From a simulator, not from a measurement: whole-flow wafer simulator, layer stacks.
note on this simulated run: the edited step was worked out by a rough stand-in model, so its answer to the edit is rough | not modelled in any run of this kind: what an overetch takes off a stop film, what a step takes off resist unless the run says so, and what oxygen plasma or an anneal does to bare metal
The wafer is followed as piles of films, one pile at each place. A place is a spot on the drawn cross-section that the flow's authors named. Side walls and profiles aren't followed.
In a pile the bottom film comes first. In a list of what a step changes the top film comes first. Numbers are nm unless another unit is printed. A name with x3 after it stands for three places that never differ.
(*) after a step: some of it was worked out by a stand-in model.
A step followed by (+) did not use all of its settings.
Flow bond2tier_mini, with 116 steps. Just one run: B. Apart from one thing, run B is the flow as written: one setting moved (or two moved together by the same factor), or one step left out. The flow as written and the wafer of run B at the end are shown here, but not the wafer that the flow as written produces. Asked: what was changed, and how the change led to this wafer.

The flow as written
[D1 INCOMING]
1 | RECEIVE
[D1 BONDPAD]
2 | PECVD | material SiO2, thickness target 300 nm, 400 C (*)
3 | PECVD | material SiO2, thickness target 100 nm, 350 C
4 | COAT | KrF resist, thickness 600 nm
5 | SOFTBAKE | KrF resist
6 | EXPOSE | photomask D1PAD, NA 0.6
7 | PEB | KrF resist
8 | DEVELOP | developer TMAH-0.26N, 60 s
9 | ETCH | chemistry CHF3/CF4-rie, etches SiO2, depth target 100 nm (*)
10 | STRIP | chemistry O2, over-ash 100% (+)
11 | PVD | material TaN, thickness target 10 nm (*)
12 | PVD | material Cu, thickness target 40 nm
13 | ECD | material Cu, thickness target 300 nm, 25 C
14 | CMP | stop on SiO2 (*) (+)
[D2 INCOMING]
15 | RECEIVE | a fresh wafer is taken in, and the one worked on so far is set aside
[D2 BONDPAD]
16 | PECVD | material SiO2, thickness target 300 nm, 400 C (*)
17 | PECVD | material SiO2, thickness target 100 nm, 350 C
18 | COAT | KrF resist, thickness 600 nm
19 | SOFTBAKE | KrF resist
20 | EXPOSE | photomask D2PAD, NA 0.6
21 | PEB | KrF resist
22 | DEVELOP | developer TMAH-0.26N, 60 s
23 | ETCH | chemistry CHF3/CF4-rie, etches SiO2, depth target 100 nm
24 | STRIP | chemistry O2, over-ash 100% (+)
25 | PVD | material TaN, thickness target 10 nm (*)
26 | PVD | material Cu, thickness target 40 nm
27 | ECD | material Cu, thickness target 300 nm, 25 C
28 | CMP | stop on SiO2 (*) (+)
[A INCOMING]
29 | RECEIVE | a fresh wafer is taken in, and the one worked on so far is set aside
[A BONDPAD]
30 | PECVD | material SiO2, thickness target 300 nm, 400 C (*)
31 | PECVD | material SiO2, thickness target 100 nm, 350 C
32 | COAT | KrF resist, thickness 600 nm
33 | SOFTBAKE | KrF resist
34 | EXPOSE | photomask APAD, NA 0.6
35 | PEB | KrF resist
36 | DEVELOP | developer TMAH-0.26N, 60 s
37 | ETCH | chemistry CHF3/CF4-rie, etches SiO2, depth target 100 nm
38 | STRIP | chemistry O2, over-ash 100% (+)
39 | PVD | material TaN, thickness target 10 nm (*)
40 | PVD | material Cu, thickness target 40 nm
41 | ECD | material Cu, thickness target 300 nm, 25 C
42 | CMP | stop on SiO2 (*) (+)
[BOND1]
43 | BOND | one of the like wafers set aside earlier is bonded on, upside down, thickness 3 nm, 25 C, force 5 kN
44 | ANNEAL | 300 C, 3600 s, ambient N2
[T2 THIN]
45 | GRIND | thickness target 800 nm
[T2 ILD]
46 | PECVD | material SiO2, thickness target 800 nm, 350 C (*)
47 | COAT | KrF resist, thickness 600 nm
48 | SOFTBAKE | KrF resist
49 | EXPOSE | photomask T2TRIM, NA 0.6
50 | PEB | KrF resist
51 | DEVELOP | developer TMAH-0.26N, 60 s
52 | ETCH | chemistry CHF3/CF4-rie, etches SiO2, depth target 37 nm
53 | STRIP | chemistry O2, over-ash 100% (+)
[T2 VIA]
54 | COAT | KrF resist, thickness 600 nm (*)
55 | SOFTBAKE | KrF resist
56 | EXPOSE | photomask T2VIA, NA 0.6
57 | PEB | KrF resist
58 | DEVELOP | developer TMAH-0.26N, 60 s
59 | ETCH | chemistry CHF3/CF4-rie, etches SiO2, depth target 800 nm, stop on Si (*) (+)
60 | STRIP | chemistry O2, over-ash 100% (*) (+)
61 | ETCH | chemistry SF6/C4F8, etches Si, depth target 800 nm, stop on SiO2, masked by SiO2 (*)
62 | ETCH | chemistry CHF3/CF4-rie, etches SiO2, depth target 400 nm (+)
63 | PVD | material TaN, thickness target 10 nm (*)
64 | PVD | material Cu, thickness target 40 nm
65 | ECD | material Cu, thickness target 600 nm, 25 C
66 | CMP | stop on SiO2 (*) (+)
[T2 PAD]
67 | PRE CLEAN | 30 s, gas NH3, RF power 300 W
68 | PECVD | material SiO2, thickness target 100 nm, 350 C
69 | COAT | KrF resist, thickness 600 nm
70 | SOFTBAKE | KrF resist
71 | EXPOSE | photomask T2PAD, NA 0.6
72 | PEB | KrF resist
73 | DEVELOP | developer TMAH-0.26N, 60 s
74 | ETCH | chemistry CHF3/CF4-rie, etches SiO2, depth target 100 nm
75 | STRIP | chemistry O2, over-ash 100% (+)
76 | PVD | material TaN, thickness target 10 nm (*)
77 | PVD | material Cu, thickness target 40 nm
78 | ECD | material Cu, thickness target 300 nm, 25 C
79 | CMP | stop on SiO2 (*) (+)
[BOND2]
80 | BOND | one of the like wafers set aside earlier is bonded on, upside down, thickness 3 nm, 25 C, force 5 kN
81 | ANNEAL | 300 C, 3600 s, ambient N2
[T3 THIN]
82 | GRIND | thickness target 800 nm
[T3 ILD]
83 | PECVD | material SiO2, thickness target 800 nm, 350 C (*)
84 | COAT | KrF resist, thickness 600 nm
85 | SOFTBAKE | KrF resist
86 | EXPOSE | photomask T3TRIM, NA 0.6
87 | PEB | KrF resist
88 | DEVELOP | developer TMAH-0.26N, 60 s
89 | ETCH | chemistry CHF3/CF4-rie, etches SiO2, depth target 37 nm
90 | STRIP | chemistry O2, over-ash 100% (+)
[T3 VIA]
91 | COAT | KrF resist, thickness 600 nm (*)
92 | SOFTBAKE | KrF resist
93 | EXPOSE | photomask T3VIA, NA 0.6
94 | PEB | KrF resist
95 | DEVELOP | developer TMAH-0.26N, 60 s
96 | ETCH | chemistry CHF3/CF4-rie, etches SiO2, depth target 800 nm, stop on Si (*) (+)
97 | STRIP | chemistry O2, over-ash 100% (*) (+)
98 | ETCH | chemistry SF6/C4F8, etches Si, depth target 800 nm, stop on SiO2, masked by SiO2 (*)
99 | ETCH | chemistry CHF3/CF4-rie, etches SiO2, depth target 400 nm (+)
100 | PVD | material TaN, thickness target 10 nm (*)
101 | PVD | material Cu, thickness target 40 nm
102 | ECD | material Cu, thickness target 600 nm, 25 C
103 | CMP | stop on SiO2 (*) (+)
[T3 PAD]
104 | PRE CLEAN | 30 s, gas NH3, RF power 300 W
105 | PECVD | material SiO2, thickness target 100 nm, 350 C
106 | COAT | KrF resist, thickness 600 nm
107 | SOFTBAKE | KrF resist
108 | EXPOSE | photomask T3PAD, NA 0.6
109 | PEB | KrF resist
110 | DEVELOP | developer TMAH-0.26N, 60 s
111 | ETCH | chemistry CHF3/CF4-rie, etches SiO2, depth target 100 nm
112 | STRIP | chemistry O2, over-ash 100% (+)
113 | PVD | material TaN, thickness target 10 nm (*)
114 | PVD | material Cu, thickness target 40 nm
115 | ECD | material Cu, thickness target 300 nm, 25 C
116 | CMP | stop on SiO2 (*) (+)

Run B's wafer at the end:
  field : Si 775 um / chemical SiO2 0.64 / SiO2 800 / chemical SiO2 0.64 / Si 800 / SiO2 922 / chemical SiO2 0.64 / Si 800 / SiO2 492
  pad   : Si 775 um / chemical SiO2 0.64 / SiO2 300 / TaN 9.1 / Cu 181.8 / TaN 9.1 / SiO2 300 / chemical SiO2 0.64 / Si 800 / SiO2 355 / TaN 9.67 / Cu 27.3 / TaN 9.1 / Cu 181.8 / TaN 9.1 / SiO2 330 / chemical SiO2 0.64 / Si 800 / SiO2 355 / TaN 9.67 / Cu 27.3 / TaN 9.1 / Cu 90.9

Cause: step 16, PECVD: thickness target 330 nm was run, though the flow has thickness target 300 nm.
The wafer itself shows it: pad has SiO2 330, and step 16 as written asks for 300 nm.

How this came from the change, step by step:
  16 | PECVD | material SiO2, thickness target 300 nm, 400 C (*)
      field, pad, via: +330 SiO2 (new film) (as written it would have been: +300 SiO2 (new film))
  80 | BOND | one of the like wafers set aside earlier is bonded on, upside down, thickness 3 nm, 25 C, force 5 kN
      field: +775 um Si (new film), +0.64 chemical SiO2 (new film), +430 SiO2 (as written it would have been: +775 um Si (new film), +0.64 chemical SiO2 (new film), +400 SiO2)
      pad: +775 um Si (new film), +0.64 chemical SiO2 (new film), +330 SiO2 (new film), +9.1 TaN (new film), +90.9 Cu (as written it would have been: +775 um Si (new film), +0.64 chemical SiO2 (new film), +300 SiO2 (new film), +9.1 TaN (new film), +90.9 Cu)
